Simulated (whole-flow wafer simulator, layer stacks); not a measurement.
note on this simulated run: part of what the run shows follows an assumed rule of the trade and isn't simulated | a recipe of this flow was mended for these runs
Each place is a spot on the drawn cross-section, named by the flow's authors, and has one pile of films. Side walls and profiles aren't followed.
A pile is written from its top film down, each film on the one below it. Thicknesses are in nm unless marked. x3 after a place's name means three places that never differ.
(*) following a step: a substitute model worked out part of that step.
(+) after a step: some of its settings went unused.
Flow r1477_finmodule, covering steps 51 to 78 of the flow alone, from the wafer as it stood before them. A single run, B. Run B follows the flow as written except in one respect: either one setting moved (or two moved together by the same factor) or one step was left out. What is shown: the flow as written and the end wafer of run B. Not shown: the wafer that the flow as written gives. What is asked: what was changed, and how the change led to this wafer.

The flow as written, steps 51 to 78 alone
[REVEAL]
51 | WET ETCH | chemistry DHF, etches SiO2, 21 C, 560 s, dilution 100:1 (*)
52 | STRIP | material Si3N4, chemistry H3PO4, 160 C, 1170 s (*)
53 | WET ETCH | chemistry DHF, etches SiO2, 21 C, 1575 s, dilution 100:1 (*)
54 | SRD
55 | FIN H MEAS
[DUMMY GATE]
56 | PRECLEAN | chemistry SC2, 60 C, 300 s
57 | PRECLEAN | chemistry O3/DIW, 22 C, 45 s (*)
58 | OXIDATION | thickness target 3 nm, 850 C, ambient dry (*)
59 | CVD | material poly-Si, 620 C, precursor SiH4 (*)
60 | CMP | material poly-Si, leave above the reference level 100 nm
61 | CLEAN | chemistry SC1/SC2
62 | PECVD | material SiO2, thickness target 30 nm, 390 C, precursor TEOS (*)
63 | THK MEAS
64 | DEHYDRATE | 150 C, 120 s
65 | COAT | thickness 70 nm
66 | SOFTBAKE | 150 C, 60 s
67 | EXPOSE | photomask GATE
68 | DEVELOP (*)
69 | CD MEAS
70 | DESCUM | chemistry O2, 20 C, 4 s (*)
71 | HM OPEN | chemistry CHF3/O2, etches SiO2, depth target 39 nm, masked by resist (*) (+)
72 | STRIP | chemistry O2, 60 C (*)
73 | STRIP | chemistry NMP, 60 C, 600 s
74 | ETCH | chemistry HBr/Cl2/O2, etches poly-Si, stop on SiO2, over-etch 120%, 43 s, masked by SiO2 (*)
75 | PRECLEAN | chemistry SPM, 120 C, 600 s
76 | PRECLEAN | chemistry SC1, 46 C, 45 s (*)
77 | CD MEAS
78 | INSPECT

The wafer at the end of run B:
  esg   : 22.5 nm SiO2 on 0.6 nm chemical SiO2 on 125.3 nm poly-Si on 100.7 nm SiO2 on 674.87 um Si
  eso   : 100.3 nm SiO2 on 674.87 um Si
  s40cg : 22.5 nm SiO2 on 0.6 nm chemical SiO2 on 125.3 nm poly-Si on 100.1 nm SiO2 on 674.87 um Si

The reason: step 53, WET ETCH: 1162 s was run, while the flow as written has 1575 s.

Step by step, how the change led to this:
  53 | WET ETCH | chemistry DHF, etches SiO2, 21 C, 1575 s, dilution 100:1 (*)
      esg, e40sg, e100sg and 17 more: SiO2 loses 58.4 (it would be, as written: SiO2 loses 79.1)
      pad, padg: SiO2 loses 63.2 (it would be, as written: SiO2 loses 85.7)
  59 | CVD | material poly-Si, 620 C, precursor SiH4 (*)
      esg, e40sg, e100sg and 15 more: poly-Si gains 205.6 (new film) (it would be, as written: poly-Si gains 226.3 (new film))
      e200sg, e200so: poly-Si gains 198.5 (new film) (it would be, as written: poly-Si gains 219.2 (new film))
  60 | CMP | material poly-Si, leave above the reference level 100 nm
      pad, padg: poly-Si loses 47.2 (it would be, as written: poly-Si loses 24.8)
  74 | ETCH | chemistry HBr/Cl2/O2, etches poly-Si, stop on SiO2, over-etch 120%, 43 s, masked by SiO2 (*)
      eso, e40so, e100so and 7 more: chemical SiO2 loses 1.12 (all of it), poly-Si loses 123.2 (all of it), SiO2 loses 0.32 (it would be, as written: chemical SiO2 loses 1.12 (all of it), poly-Si loses 143.9 (all of it), SiO2 loses 0.22)
      pad: chemical SiO2 loses 1.12 (all of it), poly-Si loses 130.4 (all of it), SiO2 loses 0.28 (it would be, as written: chemical SiO2 loses 1.12 (all of it), poly-Si loses 152.8 (all of it), SiO2 loses 0.17)
